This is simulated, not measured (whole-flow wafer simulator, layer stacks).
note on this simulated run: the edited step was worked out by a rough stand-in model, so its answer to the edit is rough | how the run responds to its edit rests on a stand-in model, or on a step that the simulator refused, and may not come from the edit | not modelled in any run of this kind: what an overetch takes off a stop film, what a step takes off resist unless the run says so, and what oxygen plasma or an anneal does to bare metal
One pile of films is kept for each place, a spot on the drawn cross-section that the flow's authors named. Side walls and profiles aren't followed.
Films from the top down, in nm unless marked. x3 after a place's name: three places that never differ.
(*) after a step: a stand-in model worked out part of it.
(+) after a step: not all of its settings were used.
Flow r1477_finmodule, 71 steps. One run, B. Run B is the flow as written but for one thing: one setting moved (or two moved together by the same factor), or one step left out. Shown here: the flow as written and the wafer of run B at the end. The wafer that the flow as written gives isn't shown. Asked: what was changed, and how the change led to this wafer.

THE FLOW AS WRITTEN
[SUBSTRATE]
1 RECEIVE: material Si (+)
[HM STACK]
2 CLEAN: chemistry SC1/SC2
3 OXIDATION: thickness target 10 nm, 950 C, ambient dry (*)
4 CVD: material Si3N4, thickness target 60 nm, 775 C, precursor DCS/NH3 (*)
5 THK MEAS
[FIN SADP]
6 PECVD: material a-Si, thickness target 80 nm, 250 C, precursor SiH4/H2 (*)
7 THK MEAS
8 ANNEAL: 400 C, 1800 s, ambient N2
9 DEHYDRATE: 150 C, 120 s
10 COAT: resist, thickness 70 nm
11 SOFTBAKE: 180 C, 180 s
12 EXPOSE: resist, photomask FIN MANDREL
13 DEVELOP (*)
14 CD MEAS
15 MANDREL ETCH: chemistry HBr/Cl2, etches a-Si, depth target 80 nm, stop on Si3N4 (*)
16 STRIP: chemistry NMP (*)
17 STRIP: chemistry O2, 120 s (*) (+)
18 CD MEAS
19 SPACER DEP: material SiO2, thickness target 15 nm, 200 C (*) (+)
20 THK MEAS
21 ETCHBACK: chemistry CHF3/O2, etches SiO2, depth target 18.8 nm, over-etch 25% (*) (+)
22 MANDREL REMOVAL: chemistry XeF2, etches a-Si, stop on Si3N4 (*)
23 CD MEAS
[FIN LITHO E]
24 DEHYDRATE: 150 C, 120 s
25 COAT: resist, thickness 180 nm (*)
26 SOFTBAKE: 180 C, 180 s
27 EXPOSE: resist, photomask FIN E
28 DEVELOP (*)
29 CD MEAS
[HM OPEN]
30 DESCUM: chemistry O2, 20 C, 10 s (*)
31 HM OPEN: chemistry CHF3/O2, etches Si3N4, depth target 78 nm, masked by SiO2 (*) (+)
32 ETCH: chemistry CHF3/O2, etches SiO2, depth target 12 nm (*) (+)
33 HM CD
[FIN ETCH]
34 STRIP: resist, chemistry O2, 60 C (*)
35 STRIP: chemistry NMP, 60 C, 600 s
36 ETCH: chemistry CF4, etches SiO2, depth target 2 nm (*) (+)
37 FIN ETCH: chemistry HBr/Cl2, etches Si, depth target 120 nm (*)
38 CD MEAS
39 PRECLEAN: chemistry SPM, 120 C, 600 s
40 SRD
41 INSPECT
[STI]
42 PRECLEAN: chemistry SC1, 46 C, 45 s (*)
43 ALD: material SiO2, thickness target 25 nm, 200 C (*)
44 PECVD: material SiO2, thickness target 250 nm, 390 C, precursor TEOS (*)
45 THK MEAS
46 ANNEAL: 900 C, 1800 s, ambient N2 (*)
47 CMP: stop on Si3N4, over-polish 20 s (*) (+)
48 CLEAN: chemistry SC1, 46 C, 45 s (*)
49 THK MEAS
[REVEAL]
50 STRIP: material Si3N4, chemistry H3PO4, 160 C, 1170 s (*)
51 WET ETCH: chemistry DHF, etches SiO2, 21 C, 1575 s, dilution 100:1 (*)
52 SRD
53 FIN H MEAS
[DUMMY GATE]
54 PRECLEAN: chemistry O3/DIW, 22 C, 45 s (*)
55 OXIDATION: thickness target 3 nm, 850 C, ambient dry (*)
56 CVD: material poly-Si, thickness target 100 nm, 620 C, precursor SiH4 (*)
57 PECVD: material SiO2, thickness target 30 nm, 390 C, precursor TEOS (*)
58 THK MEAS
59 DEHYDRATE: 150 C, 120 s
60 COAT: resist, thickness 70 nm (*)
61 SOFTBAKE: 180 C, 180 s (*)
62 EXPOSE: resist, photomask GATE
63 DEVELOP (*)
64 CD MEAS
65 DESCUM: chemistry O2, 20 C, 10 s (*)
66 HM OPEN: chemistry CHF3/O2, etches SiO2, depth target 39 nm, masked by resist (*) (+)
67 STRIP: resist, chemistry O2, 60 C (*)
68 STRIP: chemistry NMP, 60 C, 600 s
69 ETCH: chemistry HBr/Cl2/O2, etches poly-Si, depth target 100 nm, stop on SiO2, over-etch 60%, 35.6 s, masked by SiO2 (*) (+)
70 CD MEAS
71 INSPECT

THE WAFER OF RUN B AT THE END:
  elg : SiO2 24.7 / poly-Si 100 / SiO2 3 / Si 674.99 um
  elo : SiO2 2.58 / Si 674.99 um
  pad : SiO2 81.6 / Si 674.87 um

The cause: step 6, PECVD: thickness target 52 nm was run, where the flow has thickness target 80 nm.

How the change led to this, step by step:
  6 PECVD: material a-Si, thickness target 80 nm, 250 C, precursor SiH4/H2 (*)
      pad, padg, elg and 33 more: a-Si +52 (new film) (as written it would be: a-Si +80 (new film))
  15 MANDREL ETCH: chemistry HBr/Cl2, etches a-Si, depth target 80 nm, stop on Si3N4 (*)
      pad, padg, elg and 27 more: a-Si -52 (all of it) (as written it would be: a-Si -80 (all of it))
      s40cg, s45cg, s50cg, s40co, s45co, s50co: resist -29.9 (as written it would be: resist -30.7)
  21 ETCHBACK: chemistry CHF3/O2, etches SiO2, depth target 18.8 nm, over-etch 25% (*) (+)
      s40sg_line, s45sg_line, s50sg_line, s40so_line, s45so_line, s50so_line: SiO2 +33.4 (as written it would be: SiO2 +61.4)
  22 MANDREL REMOVAL: chemistry XeF2, etches a-Si, stop on Si3N4 (*)
      s40cg, s45cg, s50cg, s40co, s45co, s50co: a-Si -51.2 (all of it) (as written it would be: a-Si -79.2 (all of it))
  25 COAT: resist, thickness 180 nm (*)
      s40cg, s40co: resist +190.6 (new film) (as written it would be: resist +197.6 (new film))
      s40sg, s40so: resist +194.2 (new film) (as written it would be: resist +201.2 (new film))
      (and at 14 more places)
  28 DEVELOP (*)
      s40cg, s40co: resist -190.6 (all of it) (as written it would be: resist -197.6 (all of it))
      s40sg, s40so: resist -194.2 (all of it) (as written it would be: resist -201.2 (all of it))
      (and at 14 more places)
  32 ETCH: chemistry CHF3/O2, etches SiO2, depth target 12 nm (*) (+)
      s40sg_line, s45sg_line, s50sg_line, s40so_line, s45so_line, s50so_line: SiO2 -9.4 (all of it) (as written it would be: SiO2 -12)
      pad, padg, e40sg and 11 more: Si -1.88 (as written it would be: Si -2.4)
      (and at 14 more places)
  34 STRIP: resist, chemistry O2, 60 C (*)
      elg, e40lg, e100lg, e200lg, elo, e40lo, e100lo, e200lo: resist -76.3 (all of it) (as written it would be: resist -73.8 (all of it))
  36 ETCH: chemistry CF4, etches SiO2, depth target 2 nm (*) (+)
      elg, e40lg, e100lg, e200lg, elo, e40lo, e100lo, e200lo: nothing (as written it would be: Si3N4 -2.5)
      s40sg_line, s45sg_line, s50sg_line, s40so_line, s45so_line, s50so_line: nothing (as written it would be: SiO2 -2)
  37 FIN ETCH: chemistry HBr/Cl2, etches Si, depth target 120 nm (*)
      s40sg_line, s45sg_line, s50sg_line, s40so_line, s45so_line, s50so_line: Si3N4 -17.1 (as written it would be: SiO2 -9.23)
  43 ALD: material SiO2, thickness target 25 nm, 200 C (*)
      s40sg_line, s45sg_line, s50sg_line, s40so_line, s45so_line, s50so_line: SiO2 +25 (new film) (as written it would be: SiO2 +25)
      s40cg, s45cg, s50cg, s40co, s45co, s50co: SiO2 +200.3 (new film) (as written it would be: SiO2 +232.1 (new film))
  47 CMP: stop on Si3N4, over-polish 20 s (*) (+)
      elg, e40lg, e100lg, e200lg, elo, e40lo, e100lo, e200lo: SiO2 -263.8 (all of it), Si3N4 -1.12 (as written it would be: SiO2 -241.6)
      pad, padg, e40sg and 11 more: SiO2 -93 (as written it would be: SiO2 -71.8)
      (and at 14 more places)
  50 STRIP: material Si3N4, chemistry H3PO4, 160 C, 1170 s (*)
      elg, e40lg, e100lg, e200lg, elo, e40lo, e100lo, e200lo: Si3N4 -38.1 (all of it), SiO2 -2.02 (as written it would be: SiO2 -4.28)
      s40sg_line, s45sg_line, s50sg_line, s40so_line, s45so_line, s50so_line: Si3N4 -38.1 (all of it), SiO2 -2.02 (as written it would be: Si3N4 -58.9 (all of it), SiO2 -1.37)
  51 WET ETCH: chemistry DHF, etches SiO2, 21 C, 1575 s, dilution 100:1 (*)
      elg, e40lg, e100lg, e200lg, elo, e40lo, e100lo, e200lo: SiO2 -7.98 (all of it) (as written it would be: SiO2 -17.8 (all of it), Si3N4 -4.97)
      s40sg_line, s45sg_line, s50sg_line, s40so_line, s45so_line, s50so_line: SiO2 -7.98 (all of it) (as written it would be: SiO2 -8.63 (all of it))
  54 PRECLEAN: chemistry O3/DIW, 22 C, 45 s (*)
      elg, e40lg, e100lg, e200lg, elo, e40lo, e100lo, e200lo: chemical SiO2 +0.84 (new film), Si -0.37 (as written it would be: nothing)
  55 OXIDATION: thickness target 3 nm, 850 C, ambient dry (*)
      elg, e40lg, e100lg, e200lg, elo, e40lo, e100lo, e200lo: SiO2 +3 (new film), chemical SiO2 -0.84 (all of it), Si -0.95 (as written it would be: nothing)
  ... 4 more steps ...
  69 ETCH: chemistry HBr/Cl2/O2, etches poly-Si, depth target 100 nm, stop on SiO2, over-etch 60%, 35.6 s, masked by SiO2 (*) (+)
      s40co: chemical SiO2 -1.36 (all of it), poly-Si -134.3 (all of it), SiO2 -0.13 (as written it would be: chemical SiO2 -1.46 (all of it), poly-Si -111.5 (all of it), SiO2 -0.24)
      s45co: chemical SiO2 -1.36 (all of it), poly-Si -134.3 (all of it), SiO2 -0.13 (as written it would be: chemical SiO2 -1.46 (all of it), poly-Si -110.9 (all of it), SiO2 -0.25)
      (and at 1 more place)
